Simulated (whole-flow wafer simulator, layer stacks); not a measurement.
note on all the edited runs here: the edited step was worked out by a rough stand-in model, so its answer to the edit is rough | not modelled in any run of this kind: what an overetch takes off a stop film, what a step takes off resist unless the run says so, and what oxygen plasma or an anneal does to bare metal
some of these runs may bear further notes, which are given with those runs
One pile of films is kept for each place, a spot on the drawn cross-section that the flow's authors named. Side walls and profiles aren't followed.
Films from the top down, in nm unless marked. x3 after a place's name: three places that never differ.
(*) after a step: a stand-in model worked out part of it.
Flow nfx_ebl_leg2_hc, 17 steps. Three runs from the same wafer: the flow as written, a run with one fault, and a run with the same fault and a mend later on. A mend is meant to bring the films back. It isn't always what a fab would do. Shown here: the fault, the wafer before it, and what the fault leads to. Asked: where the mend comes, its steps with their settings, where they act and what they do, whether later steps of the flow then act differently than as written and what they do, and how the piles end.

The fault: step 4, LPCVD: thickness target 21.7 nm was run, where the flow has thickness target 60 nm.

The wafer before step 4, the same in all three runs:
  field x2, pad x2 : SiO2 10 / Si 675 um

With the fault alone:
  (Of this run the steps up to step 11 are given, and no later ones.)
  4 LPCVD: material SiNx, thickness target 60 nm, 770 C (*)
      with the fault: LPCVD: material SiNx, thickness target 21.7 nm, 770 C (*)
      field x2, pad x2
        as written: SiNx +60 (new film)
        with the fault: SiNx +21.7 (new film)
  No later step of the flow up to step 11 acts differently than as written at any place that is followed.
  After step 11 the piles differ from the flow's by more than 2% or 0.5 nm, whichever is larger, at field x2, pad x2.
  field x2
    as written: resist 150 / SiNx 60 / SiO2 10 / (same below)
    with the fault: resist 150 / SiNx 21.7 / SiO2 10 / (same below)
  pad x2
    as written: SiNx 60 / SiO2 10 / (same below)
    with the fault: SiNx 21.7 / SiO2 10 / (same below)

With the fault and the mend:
  The mend comes after step 5.
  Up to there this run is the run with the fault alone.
  5a ETCH: chemistry h3po4, depth target 24.95 nm
      field x2, pad x2
        SiNx -21.7 (all of it)
  5b CLEAN: chemistry SC1/SC2 (the flow's step 2 once more)
      changes no film at any place that is followed
  5c LPCVD: material SiNx, thickness target 60 nm, 770 C (*) (the flow's step 4 once more)
      field x2, pad x2
        SiNx +60 (new film)
  No later step of the flow acts differently than as written at any place that is followed.
  At the end the piles are the same as the flow's at every place that both follow.
